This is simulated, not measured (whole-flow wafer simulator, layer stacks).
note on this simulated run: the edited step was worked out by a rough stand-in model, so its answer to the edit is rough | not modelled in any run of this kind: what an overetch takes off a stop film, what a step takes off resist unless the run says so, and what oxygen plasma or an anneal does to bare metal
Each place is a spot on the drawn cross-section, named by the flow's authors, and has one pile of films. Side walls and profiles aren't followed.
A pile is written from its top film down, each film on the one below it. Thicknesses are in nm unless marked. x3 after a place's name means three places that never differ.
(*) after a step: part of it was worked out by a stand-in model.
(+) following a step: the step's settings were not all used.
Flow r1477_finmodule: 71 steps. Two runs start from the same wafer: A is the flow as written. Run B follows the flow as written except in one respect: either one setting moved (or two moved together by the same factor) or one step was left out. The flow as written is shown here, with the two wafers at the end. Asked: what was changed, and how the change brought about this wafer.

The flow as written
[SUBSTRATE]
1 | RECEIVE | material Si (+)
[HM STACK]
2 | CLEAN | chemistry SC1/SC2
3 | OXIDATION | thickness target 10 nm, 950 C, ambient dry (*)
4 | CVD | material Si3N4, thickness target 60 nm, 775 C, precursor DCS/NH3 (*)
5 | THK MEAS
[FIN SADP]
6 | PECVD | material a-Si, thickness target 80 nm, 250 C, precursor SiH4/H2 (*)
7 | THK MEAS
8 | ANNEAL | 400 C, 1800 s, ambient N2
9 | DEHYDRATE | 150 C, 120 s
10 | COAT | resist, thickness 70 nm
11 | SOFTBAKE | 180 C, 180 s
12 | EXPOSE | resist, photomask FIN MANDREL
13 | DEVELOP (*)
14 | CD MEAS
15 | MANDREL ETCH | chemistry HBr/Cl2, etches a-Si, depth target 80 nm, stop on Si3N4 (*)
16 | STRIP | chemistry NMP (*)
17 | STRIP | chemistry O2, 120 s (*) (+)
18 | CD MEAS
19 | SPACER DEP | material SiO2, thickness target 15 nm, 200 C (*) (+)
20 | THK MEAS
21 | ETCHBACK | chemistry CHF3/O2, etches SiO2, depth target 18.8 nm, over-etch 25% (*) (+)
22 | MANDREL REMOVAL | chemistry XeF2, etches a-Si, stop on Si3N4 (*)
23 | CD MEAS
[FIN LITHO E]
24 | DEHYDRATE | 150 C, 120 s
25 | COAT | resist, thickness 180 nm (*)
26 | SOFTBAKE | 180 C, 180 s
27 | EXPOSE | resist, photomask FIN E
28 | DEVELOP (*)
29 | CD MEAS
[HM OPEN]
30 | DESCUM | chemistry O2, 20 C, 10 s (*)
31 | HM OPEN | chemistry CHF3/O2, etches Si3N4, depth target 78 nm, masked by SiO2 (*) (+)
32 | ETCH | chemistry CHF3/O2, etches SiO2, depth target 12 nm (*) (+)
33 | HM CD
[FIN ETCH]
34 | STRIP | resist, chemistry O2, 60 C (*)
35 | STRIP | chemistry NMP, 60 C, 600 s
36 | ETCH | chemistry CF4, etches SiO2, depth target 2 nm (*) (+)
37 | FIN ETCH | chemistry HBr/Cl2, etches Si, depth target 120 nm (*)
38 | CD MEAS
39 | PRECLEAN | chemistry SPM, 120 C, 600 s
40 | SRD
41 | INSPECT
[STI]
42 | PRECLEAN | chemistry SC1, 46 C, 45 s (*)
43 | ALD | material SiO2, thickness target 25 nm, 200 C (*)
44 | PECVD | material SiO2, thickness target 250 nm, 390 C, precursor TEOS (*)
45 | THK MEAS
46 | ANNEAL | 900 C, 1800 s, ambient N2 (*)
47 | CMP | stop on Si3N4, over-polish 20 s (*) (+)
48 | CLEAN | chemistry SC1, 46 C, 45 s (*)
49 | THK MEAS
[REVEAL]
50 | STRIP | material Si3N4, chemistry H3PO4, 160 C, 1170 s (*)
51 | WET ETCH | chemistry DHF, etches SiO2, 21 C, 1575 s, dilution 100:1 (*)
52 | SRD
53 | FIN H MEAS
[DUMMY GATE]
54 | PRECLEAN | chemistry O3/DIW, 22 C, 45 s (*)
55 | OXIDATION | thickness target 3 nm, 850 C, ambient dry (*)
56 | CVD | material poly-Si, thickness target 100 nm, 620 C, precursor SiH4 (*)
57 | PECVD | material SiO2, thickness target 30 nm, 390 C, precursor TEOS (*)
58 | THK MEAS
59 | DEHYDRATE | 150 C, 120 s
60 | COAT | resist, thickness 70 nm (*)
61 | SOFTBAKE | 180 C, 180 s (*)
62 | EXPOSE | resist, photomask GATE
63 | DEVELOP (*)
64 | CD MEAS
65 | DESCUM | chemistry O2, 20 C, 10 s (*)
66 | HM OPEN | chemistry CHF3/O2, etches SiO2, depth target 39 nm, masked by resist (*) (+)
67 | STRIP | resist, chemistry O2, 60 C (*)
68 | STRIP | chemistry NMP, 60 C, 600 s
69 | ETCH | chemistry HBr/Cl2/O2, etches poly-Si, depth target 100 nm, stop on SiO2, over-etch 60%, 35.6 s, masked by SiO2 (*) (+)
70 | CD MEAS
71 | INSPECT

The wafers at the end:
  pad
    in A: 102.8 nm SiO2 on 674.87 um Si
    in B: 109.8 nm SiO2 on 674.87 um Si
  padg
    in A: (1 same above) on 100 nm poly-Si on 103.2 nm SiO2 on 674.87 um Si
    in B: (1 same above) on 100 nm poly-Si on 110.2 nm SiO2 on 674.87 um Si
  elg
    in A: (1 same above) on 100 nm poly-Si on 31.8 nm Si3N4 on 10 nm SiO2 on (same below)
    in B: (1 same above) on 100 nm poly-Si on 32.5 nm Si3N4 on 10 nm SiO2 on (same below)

What caused this: step 51, WET ETCH: 18.92 C was run, while the flow as written has 21 C.

Step by step, how the change led to this:
  51 | WET ETCH | chemistry DHF, etches SiO2, 21 C, 1575 s, dilution 100:1 (*)
      pad, padg, e40sg and 12 more: A -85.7 SiO2 | B -78.7 SiO2
      elg, e40lg, e100lg, e200lg, elo, e40lo, e100lo, e200lo: A -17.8 SiO2 (all of it), -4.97 Si3N4 | B -17.8 SiO2 (all of it), -4.2 Si3N4
      (and at 7 other places as well)
  56 | CVD | material poly-Si, thickness target 100 nm, 620 C, precursor SiH4 (*)
      s40cg, s40co: A +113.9 poly-Si (new film) | B +107.4 poly-Si (new film)
      s45cg, s45co: A +113.4 poly-Si (new film) | B +106.9 poly-Si (new film)
      (and at 3 other places as well)
  60 | COAT | resist, thickness 70 nm (*)
      e40sg, e40so: A +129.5 resist (new film) | B +123.6 resist (new film)
      e100sg, e100so: A +129.4 resist (new film) | B +123.5 resist (new film)
      (and at 9 other places as well)
  63 | DEVELOP (*)
      eso: A -129.5 resist (all of it) | B -123.5 resist (all of it)
      e40so: A -129.5 resist (all of it) | B -123.6 resist (all of it)
      (and at 5 other places as well)
  67 | STRIP | resist, chemistry O2, 60 C (*)
      e40sg: A -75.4 resist (all of it) | B -69.4 resist (all of it)
      e100sg: A -75.3 resist (all of it) | B -69.4 resist (all of it)
      (and at 4 other places as well)
  69 | ETCH | chemistry HBr/Cl2/O2, etches poly-Si, depth target 100 nm, stop on SiO2, over-etch 60%, 35.6 s, masked by SiO2 (*) (+)
      s40co: A -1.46 chemical SiO2 (all of it), -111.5 poly-Si (all of it), -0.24 SiO2 | B -1.43 chemical SiO2 (all of it), -105 poly-Si (all of it), -0.27 SiO2
      s45co: A -1.46 chemical SiO2 (all of it), -110.9 poly-Si (all of it), -0.25 SiO2 | B -1.43 chemical SiO2 (all of it), -104.5 poly-Si (all of it), -0.28 SiO2
      (and at 1 other place as well)
